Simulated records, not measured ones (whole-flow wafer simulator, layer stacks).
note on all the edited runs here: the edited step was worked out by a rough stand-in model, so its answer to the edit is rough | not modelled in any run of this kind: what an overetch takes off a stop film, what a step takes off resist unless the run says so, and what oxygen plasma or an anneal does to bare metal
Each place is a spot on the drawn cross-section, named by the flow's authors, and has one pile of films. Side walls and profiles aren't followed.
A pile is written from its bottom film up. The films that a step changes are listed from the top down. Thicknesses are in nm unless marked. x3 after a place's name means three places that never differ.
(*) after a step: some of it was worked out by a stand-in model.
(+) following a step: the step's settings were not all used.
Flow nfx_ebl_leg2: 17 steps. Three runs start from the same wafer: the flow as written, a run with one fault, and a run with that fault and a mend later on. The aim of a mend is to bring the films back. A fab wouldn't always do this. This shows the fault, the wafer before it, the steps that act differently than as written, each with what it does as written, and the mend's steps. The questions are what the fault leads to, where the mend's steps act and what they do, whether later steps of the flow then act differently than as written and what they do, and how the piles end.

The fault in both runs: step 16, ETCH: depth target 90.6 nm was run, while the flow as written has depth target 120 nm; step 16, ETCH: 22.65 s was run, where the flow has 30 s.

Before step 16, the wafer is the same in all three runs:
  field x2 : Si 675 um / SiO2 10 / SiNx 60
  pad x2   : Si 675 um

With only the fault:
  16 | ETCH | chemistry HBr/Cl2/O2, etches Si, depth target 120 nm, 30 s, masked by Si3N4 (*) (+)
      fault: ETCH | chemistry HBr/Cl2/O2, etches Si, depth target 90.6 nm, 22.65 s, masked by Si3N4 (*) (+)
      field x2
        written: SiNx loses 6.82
        fault: SiNx loses 5.15
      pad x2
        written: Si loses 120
        fault: Si loses 90.6
  None of the later steps of the flow acts differently than as written at any place that is followed.
  At field x2, the piles at the end differ from the flow's by more than 2% or 0.5 nm, whichever is larger.
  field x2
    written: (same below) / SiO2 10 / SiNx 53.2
    fault: (same below) / SiO2 10 / SiNx 54.9

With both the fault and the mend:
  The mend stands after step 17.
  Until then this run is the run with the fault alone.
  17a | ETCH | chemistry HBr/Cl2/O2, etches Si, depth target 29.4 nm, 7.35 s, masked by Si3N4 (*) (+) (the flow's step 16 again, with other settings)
      field x2
        SiNx loses 1.67
      pad x2
        Si loses 29.4
  None of the later steps of the flow acts differently than as written at any place that is followed.
  At every place that both follow, the piles at the end match the flow's.
